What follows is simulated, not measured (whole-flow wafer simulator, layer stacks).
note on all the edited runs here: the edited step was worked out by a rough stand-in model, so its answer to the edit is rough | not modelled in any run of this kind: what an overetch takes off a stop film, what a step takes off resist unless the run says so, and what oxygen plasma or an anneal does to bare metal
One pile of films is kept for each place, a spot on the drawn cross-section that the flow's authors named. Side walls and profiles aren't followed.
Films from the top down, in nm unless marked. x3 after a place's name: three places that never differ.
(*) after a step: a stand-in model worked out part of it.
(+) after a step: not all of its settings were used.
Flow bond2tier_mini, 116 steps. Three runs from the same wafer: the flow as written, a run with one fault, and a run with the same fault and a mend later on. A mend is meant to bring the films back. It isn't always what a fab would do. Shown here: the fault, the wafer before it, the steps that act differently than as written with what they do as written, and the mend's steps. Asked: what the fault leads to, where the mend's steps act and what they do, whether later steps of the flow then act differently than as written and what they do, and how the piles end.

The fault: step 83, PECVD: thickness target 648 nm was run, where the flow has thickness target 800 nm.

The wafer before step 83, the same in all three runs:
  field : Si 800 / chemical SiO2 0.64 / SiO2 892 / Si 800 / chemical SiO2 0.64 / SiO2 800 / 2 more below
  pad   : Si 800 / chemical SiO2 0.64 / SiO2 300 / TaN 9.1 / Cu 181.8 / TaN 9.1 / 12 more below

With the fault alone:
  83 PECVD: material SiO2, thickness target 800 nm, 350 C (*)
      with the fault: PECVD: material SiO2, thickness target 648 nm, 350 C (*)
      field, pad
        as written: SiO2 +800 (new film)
        with the fault: SiO2 +648 (new film)
  No later step of the flow acts differently than as written at any place that is followed.
  At the end the piles differ from the flow's by more than 2% or 0.5 nm, whichever is larger, at field, pad.
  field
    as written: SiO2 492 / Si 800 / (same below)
    with the fault: SiO2 340 / Si 800 / (same below)
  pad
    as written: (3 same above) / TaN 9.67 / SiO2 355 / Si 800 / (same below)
    with the fault: (3 same above) / TaN 9.67 / SiO2 203 / Si 800 / (same below)

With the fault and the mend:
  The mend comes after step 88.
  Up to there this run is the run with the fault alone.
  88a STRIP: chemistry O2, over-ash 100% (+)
      field
        KrF resist -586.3 (all of it)
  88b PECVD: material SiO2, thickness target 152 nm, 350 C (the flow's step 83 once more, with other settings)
      field, pad
        SiO2 +152
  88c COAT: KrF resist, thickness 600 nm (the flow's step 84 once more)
      field, pad
        KrF resist +600 (new film)
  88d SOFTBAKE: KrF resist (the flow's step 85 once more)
      changes no film at any place that is followed
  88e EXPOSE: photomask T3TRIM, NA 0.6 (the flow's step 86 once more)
      changes no film at any place that is followed
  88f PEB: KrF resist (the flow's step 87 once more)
      changes no film at any place that is followed
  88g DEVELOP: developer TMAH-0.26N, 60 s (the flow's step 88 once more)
      field
        KrF resist -13.7
      pad
        KrF resist -600 (all of it)
  No later step of the flow acts differently than as written at any place that is followed.
  At the end the piles are the same as the flow's at every place that both follow.
